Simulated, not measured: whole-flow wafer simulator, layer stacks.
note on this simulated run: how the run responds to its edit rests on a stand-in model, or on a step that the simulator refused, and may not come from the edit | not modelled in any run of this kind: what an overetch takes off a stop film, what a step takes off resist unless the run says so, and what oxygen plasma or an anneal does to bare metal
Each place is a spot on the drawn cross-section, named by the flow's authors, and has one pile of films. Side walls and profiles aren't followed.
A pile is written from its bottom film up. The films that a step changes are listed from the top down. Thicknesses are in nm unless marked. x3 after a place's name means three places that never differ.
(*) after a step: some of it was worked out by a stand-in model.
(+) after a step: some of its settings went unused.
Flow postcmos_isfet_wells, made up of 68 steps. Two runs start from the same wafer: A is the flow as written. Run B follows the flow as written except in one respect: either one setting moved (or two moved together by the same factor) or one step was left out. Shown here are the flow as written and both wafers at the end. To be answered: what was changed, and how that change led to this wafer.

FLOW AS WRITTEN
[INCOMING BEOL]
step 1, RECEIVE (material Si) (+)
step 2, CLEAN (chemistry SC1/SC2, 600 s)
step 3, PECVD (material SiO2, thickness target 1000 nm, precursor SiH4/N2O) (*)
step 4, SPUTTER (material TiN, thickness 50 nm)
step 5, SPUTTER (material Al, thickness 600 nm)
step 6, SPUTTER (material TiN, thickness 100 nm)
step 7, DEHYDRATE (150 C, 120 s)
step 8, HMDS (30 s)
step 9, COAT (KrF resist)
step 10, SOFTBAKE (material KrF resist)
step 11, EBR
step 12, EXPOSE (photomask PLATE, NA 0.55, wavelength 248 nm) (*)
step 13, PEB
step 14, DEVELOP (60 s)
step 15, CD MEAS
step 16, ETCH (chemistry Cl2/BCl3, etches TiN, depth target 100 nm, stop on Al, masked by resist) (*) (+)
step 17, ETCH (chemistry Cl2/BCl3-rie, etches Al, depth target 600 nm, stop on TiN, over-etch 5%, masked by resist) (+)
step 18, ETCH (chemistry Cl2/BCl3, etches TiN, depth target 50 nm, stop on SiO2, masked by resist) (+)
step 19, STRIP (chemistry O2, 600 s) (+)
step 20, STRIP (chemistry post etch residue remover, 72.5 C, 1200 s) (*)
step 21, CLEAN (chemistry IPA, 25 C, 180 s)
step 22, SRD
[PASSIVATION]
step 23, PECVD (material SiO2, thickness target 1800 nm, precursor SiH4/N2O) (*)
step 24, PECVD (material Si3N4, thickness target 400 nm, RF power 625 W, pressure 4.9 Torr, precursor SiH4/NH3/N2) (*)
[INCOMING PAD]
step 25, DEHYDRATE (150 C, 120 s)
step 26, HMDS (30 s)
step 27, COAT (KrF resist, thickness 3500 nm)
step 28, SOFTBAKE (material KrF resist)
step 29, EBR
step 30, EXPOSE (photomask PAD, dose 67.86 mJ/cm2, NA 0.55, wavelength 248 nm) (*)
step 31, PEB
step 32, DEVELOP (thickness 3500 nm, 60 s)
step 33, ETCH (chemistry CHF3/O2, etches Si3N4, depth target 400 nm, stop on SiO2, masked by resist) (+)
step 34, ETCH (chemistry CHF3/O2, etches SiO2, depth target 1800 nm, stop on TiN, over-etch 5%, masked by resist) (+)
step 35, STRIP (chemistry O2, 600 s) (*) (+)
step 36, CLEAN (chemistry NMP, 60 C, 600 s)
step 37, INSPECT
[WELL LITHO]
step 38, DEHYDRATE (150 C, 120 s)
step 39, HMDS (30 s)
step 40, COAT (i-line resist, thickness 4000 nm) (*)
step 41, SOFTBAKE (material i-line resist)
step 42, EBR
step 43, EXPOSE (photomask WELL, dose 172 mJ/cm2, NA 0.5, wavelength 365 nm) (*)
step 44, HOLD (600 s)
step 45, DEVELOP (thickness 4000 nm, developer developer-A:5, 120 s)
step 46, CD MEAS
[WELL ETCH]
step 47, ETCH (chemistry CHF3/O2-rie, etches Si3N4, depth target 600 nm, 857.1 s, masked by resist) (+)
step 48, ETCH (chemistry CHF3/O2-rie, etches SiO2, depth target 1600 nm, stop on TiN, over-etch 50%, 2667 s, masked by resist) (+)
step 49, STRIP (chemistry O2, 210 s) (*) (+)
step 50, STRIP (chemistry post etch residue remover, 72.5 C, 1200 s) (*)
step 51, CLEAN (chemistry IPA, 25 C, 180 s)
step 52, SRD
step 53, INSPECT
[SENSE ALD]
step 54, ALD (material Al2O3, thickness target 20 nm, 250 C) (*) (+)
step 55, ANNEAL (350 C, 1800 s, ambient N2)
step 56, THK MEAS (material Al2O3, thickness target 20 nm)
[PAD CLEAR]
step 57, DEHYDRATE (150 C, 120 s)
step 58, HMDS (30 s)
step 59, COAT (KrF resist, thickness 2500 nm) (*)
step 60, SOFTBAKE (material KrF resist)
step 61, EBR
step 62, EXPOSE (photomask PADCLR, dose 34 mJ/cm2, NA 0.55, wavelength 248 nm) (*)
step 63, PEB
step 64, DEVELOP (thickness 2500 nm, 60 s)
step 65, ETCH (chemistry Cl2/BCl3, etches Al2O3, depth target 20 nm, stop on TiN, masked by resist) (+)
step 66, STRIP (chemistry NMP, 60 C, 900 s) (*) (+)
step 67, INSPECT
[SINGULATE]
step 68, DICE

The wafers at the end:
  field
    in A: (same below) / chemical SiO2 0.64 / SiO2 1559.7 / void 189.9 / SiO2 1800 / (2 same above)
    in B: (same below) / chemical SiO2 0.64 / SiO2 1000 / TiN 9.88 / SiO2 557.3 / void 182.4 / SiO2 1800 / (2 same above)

Cause: step 18, ETCH: depth target 39.7 nm was run, whereas the flow has depth target 50 nm.

How this came from the change, step by step:
  step 18, ETCH (chemistry Cl2/BCl3, etches TiN, depth target 50 nm, stop on SiO2, masked by resist) (+)
      field: A TiN loses 50 (all of it) | B TiN loses 39.7
      margin, well900, well1300 x3, pad_rim, pad_clr, pad_open: A KrF resist loses 20 | B KrF resist loses 15.9
  step 23, PECVD (material SiO2, thickness target 1800 nm, precursor SiH4/N2O) (*)
      field: A SiO2 gains 1800 (new film), void gains 189.9 (new film), SiO2 gains 559.7 | B SiO2 gains 1800 (new film), void gains 182.4 (new film), SiO2 gains 557.3 (new film)
With metal films that touch counted as one body, field has 1 body; the flow as written gives 0 bodies.
